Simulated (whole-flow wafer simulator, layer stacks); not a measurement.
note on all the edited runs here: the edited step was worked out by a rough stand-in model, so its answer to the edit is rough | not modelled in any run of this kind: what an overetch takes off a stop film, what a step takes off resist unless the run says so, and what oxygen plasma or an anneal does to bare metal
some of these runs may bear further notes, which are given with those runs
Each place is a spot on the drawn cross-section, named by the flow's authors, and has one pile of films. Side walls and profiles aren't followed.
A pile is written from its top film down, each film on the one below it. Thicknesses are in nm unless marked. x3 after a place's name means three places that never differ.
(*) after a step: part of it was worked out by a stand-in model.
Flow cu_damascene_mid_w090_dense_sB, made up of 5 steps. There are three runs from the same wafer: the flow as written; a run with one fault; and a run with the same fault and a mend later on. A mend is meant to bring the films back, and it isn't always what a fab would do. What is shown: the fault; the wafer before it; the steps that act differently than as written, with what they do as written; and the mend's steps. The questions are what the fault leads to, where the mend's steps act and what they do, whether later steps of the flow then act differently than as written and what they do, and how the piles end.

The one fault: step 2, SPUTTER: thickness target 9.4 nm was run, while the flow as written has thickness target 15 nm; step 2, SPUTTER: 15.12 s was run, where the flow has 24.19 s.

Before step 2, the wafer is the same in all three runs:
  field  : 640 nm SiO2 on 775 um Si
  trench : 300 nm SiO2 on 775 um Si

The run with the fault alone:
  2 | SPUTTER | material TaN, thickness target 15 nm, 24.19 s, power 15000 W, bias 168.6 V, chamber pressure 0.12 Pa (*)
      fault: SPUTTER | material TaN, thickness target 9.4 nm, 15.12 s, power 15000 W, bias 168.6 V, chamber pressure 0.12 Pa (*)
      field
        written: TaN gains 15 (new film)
        fault: TaN gains 9.4 (new film)
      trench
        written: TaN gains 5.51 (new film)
        fault: TaN gains 3.45 (new film)
  Every later step of the flow that is run acts as written, at every place that is followed, to within 2% or 0.5 nm, whichever is larger.
  At field, trench, the piles at the end differ from the flow's by more than 2% or 0.5 nm, whichever is larger.
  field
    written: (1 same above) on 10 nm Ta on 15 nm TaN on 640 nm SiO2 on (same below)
    fault: (1 same above) on 10 nm Ta on 9.4 nm TaN on 640 nm SiO2 on (same below)
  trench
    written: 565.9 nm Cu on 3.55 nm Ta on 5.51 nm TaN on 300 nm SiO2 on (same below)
    fault: 562.3 nm Cu on 3.63 nm Ta on 3.45 nm TaN on 300 nm SiO2 on (same below)

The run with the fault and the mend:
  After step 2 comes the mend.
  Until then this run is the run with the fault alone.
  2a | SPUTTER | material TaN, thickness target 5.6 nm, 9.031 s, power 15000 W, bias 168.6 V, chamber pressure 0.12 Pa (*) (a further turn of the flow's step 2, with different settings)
      field
        TaN gains 5.6
      trench
        TaN gains 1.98
  Every later step of the flow that is run acts as written, at every place that is followed, to within 2% or 0.5 nm, whichever is larger.
  At the end the piles are close to the flow's at the places that both follow, differing by at most 2% or 0.5 nm, whichever is larger.
